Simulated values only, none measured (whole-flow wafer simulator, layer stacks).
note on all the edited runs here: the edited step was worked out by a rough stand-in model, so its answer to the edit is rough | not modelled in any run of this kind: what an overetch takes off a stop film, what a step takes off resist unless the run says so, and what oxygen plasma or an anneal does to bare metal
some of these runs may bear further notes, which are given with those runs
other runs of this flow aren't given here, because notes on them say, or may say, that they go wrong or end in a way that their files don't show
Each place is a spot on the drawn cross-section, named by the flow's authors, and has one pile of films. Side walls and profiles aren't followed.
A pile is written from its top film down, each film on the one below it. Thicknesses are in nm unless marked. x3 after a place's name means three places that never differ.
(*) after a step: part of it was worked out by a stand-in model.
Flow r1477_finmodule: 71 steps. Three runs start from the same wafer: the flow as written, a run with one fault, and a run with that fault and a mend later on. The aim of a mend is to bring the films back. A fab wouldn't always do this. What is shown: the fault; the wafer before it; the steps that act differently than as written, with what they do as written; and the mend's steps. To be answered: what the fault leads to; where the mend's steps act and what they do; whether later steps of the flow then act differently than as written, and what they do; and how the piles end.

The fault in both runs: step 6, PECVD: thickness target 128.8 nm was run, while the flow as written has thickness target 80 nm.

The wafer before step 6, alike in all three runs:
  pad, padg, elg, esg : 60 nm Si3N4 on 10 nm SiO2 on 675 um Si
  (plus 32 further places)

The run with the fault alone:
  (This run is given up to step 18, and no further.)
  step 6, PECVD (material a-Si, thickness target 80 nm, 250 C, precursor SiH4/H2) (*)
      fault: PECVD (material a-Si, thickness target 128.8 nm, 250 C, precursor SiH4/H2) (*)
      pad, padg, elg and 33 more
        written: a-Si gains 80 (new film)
        fault: a-Si gains 128.8 (new film)
  Steps further on in the flow that do not act as written:
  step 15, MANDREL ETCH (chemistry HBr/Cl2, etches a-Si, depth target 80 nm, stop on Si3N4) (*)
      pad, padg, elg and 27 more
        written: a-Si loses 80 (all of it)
        fault: a-Si loses 80
  After step 18, at pad, padg, elg and 33 more, the piles differ from the flow's by more than 2% or 0.5 nm, whichever is larger.
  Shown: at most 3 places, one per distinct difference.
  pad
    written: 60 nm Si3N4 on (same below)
    fault: 48.8 nm a-Si on 60 nm Si3N4 on (same below)
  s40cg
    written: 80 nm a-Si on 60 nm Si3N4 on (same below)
    fault: 128.8 nm a-Si on 60 nm Si3N4 on (same below)

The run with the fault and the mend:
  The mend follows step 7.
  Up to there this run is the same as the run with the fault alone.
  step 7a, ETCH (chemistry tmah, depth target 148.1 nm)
      pad, padg, elg and 33 more
        a-Si loses 128.8 (all of it)
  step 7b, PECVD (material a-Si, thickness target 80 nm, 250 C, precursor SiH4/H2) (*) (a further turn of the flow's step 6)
      pad, padg, elg and 33 more
        a-Si gains 80 (new film)
  Every later step of the flow that is run acts as written at every place that is followed.
  By the end, the piles equal the flow's at every place that both follow.
